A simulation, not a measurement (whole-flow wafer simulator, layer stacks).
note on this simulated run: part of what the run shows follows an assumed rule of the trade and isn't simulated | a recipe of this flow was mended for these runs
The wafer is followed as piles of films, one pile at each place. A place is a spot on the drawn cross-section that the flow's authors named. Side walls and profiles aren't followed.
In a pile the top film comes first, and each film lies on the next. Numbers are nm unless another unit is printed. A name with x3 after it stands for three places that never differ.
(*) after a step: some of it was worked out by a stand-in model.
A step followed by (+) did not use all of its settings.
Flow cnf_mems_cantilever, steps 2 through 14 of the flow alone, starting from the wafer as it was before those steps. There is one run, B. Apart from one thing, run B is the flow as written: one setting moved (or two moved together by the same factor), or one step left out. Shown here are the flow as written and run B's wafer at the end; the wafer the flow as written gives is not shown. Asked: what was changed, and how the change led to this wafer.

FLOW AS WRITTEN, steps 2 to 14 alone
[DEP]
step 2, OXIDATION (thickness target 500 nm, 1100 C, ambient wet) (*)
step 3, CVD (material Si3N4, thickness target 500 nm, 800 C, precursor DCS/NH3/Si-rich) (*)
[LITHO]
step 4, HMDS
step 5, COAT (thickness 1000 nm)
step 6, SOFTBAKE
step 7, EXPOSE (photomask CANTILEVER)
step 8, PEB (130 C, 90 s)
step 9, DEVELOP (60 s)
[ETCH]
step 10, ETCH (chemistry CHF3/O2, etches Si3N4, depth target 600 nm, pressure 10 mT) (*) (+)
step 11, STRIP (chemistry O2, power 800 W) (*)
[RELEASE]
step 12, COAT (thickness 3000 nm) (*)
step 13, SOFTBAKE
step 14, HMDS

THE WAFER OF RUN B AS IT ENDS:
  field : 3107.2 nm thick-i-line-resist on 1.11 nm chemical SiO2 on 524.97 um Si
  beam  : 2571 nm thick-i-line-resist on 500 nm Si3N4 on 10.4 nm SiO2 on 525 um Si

Cause: step 2, OXIDATION: 770 C was run, while the flow as written has 1100 C.

How this came from the change, step by step:
  step 2, OXIDATION (thickness target 500 nm, 1100 C, ambient wet) (*)
      field, beam: SiO2 gains 10.4 (new film), chemical SiO2 loses 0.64 (all of it), Si loses 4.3 (as written it would have been: SiO2 gains 500 (new film), chemical SiO2 loses 0.64 (all of it), Si loses 219.7)
  step 10, ETCH (chemistry CHF3/O2, etches Si3N4, depth target 600 nm, pressure 10 mT) (*) (+)
      field: Si3N4 loses 500 (all of it), SiO2 loses 10.4 (all of it), Si loses 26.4 (as written it would have been: Si3N4 loses 500 (all of it), SiO2 loses 50)
  step 11, STRIP (chemistry O2, power 800 W) (*)
      field: chemical SiO2 gains 1.11 (new film), Si loses 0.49 (as written it would have been: nothing)
  step 13, SOFTBAKE
      beam: thick-i-line-resist loses 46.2 (as written it would have been: thick-i-line-resist loses 47.6)
